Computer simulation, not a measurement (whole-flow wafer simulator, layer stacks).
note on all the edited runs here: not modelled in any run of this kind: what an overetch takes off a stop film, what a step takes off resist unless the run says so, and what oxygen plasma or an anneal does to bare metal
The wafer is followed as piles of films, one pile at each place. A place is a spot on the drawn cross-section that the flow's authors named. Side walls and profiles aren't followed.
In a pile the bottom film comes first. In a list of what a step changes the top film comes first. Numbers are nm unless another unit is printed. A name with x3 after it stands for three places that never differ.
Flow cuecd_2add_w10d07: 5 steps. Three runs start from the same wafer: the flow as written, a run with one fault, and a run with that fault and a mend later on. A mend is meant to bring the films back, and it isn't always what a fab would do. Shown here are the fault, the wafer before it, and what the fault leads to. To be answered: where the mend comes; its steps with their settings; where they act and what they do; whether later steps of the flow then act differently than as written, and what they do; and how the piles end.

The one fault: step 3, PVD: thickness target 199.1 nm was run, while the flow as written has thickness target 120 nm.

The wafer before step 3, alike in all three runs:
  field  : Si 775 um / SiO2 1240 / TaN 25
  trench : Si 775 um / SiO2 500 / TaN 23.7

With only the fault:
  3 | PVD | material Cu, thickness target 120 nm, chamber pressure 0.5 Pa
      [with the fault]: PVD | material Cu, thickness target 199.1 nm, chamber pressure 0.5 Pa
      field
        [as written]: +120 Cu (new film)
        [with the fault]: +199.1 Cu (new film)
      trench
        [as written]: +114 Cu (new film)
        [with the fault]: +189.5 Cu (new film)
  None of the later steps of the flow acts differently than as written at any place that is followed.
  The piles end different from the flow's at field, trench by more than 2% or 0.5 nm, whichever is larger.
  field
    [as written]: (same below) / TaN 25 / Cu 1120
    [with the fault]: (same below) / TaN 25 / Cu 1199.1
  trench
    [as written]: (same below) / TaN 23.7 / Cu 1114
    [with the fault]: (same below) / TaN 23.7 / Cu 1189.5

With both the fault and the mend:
  The mend stands after step 3.
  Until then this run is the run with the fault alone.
  3a | ETCH | chemistry cu recess dil, depth target 229.1 nm
      field
        -199.1 Cu (all of it)
      trench
        -189.5 Cu (all of it)
  3b | PVD | material Cu, thickness target 120 nm, chamber pressure 0.5 Pa (the flow's step 3, run once more)
      field
        +120 Cu (new film)
      trench
        +114 Cu (new film)
  None of the later steps of the flow acts differently than as written at any place that is followed.
  The piles end the same as the flow's at every place that both follow.
